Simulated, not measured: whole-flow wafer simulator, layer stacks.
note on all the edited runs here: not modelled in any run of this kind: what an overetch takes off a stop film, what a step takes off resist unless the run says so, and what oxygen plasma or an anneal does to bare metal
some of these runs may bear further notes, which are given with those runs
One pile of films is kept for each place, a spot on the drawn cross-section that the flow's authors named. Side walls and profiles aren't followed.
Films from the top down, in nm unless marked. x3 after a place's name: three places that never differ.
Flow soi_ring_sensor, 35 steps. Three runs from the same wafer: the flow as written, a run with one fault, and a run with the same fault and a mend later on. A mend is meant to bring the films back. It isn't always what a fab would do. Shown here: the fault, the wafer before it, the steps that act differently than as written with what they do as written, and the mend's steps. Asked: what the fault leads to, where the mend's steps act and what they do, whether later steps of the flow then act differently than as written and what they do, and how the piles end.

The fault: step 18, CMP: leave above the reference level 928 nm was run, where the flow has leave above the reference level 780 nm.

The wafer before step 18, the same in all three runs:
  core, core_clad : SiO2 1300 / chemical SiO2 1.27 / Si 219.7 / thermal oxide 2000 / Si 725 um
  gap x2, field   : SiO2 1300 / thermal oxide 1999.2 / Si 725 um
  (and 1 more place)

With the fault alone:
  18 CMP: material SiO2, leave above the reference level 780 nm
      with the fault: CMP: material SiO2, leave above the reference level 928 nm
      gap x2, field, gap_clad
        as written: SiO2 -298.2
        with the fault: SiO2 -150.2
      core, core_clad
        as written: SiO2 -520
        with the fault: SiO2 -372
  Later steps of the flow that act differently than as written:
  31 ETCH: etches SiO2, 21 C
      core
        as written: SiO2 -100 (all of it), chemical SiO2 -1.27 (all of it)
        with the fault: SiO2 -248 (all of it), chemical SiO2 -1.27 (all of it)
  At the end the piles differ from the flow's by more than 2% or 0.5 nm, whichever is larger, at field, core_clad.
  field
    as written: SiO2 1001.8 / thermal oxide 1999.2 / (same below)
    with the fault: SiO2 1149.8 / thermal oxide 1999.2 / (same below)
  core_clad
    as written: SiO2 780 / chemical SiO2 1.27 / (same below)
    with the fault: SiO2 928 / chemical SiO2 1.27 / (same below)

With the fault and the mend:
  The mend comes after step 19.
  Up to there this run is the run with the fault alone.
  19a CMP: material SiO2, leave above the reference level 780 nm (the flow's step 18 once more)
      core, gap x2, field, core_clad, gap_clad
        SiO2 -148
  No later step of the flow acts differently than as written at any place that is followed.
  At the end the piles are the same as the flow's at every place that both follow.
